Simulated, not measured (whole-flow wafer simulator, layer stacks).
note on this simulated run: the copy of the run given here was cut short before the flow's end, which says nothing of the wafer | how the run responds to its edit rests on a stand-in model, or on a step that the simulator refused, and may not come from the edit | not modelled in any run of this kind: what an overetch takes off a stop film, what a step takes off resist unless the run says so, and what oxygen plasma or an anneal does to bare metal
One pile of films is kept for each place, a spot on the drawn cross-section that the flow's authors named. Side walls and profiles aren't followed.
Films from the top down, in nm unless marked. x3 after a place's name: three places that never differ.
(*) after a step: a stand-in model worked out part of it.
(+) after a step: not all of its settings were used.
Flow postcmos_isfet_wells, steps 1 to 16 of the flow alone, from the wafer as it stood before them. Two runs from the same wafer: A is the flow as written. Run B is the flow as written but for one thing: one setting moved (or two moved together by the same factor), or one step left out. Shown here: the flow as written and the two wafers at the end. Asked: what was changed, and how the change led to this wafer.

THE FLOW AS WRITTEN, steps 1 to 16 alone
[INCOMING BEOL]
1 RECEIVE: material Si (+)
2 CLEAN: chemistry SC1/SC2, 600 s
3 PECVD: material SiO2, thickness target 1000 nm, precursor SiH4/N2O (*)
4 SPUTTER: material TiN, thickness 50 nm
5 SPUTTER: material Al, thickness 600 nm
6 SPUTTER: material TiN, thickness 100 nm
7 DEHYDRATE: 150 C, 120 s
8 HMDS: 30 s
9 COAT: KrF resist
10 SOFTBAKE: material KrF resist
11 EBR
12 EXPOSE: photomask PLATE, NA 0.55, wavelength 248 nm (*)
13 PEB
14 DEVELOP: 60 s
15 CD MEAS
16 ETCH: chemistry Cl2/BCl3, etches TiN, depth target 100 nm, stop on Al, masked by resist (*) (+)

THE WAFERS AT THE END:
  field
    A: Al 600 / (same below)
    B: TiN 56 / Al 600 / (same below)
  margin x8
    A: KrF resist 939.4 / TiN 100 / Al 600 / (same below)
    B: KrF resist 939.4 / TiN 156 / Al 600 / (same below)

The cause: step 6, SPUTTER: thickness 156 nm was run, where the flow has thickness 100 nm.
It can be read off the wafer: margin x8 has TiN 156, and step 6 as written asks for 100 nm.

How the change led to this, step by step:
  6 SPUTTER: material TiN, thickness 100 nm
      field, margin x8: A TiN +100 (new film) | B TiN +156 (new film)
  16 ETCH: chemistry Cl2/BCl3, etches TiN, depth target 100 nm, stop on Al, masked by resist (*) (+)
      field: A TiN -100 (all of it) | B TiN -100
